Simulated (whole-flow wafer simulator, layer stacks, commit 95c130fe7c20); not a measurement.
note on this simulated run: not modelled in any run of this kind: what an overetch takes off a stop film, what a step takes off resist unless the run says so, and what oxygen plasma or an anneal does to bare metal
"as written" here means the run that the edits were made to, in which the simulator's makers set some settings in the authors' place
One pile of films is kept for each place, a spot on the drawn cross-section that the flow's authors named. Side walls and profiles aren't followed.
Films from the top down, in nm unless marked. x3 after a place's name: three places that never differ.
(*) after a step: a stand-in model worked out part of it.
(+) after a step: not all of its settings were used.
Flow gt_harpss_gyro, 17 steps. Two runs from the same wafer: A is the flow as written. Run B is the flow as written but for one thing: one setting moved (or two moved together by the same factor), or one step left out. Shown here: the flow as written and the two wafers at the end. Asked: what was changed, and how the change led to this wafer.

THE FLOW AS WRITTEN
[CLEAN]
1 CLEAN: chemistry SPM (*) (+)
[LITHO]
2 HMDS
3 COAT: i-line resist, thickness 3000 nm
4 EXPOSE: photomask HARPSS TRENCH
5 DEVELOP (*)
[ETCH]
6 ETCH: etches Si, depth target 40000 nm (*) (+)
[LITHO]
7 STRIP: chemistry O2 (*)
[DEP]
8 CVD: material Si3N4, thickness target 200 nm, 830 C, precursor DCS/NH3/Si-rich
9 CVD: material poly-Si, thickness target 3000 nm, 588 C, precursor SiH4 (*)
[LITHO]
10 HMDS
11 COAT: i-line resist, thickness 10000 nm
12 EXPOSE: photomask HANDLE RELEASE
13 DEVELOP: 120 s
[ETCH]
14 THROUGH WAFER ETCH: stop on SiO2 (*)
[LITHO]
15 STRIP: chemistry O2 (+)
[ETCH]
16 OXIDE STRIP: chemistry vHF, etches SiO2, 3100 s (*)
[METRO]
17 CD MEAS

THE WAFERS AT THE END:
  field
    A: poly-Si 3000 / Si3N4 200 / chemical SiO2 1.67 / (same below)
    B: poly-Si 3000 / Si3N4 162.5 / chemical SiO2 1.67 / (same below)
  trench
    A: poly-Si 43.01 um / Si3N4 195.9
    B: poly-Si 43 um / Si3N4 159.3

The cause: step 8, CVD: thickness target 162.5 nm was run, where the flow has thickness target 200 nm.
It can be read off the wafer: field has Si3N4 162.5, and step 8 as written asks for 200 nm.

How the change led to this, step by step:
  8 CVD: material Si3N4, thickness target 200 nm, 830 C, precursor DCS/NH3/Si-rich
      field: A Si3N4 +200 (new film) | B Si3N4 +162.5 (new film)
      trench: A Si3N4 +195.9 (new film) | B Si3N4 +159.3 (new film)
  9 CVD: material poly-Si, thickness target 3000 nm, 588 C, precursor SiH4 (*)
      trench: A poly-Si +43.01 um (new film) | B poly-Si +43 um (new film)
